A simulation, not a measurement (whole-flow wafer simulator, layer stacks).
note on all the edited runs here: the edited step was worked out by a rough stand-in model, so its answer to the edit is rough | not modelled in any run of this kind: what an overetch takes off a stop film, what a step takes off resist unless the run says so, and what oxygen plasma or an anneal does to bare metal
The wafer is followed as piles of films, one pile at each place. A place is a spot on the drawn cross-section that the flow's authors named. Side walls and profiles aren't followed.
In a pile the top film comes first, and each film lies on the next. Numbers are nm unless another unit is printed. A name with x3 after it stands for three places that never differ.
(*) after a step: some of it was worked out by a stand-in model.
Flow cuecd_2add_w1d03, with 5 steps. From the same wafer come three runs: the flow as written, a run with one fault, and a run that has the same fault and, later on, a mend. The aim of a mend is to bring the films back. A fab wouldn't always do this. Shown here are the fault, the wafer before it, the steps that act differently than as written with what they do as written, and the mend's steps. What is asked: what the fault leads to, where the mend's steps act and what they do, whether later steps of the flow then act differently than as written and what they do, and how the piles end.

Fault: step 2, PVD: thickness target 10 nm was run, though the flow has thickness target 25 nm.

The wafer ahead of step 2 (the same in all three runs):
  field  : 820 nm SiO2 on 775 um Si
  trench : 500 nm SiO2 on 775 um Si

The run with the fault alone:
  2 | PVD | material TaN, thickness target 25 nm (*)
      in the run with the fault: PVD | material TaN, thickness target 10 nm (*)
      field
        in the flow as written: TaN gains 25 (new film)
        in the run with the fault: TaN gains 10 (new film)
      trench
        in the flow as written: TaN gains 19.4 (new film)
        in the run with the fault: TaN gains 7.74 (new film)
  None of the later steps of the flow differs from how it acts as written, at any place that is followed, by more than 2% or 0.5 nm, whichever is larger.
  The piles end different from the flow's at field, trench by more than 2% or 0.5 nm, whichever is larger.
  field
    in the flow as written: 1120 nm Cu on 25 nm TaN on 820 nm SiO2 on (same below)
    in the run with the fault: 1120 nm Cu on 10 nm TaN on 820 nm SiO2 on (same below)
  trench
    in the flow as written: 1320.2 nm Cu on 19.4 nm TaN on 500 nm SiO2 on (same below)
    in the run with the fault: 1316 nm Cu on 7.74 nm TaN on 500 nm SiO2 on (same below)

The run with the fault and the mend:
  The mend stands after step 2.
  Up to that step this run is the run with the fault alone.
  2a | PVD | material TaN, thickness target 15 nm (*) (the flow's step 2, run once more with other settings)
      field
        TaN gains 15
      trench
        TaN gains 11.6
  None of the later steps of the flow differs from how it acts as written, at any place that is followed, by more than 2% or 0.5 nm, whichever is larger.
  When the end is reached, the piles differ only a little from the flow's at the places that both follow, at most by 2% or 0.5 nm, whichever is larger.
